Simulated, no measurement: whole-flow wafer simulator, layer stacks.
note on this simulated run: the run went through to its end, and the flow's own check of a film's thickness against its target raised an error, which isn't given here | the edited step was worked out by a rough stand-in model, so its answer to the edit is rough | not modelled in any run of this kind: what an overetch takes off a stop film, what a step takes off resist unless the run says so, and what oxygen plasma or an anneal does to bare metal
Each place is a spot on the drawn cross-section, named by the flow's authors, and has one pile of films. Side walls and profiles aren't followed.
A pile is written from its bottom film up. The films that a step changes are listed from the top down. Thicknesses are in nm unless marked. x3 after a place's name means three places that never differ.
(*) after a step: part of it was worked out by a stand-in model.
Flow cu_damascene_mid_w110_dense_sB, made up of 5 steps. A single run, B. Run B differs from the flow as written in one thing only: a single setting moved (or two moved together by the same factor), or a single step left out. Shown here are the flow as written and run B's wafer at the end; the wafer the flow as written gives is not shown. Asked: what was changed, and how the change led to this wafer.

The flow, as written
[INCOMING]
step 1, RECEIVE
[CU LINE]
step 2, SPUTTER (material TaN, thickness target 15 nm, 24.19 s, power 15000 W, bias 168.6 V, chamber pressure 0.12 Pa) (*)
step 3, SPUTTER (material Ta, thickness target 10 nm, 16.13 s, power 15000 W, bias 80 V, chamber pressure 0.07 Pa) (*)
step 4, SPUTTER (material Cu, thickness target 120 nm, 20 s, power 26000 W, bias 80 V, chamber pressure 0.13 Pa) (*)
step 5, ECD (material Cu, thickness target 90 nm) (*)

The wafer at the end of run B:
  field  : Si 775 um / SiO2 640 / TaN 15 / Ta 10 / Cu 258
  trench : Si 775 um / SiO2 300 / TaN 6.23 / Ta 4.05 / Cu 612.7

What caused this: step 4, SPUTTER: thickness target 168 nm was run, whereas the flow has thickness target 120 nm; step 4, SPUTTER: 28 s was run, where the flow has 20 s.

How this came from the change, step by step:
  step 4, SPUTTER (material Cu, thickness target 120 nm, 20 s, power 26000 W, bias 80 V, chamber pressure 0.13 Pa) (*)
      field: +168 Cu (new film) (as written it would have been: +120 Cu (new film))
      trench: +69.9 Cu (new film) (as written it would have been: +49.9 Cu (new film))
  step 5, ECD (material Cu, thickness target 90 nm) (*)
      trench: +542.8 Cu (as written it would have been: +514.8 Cu)
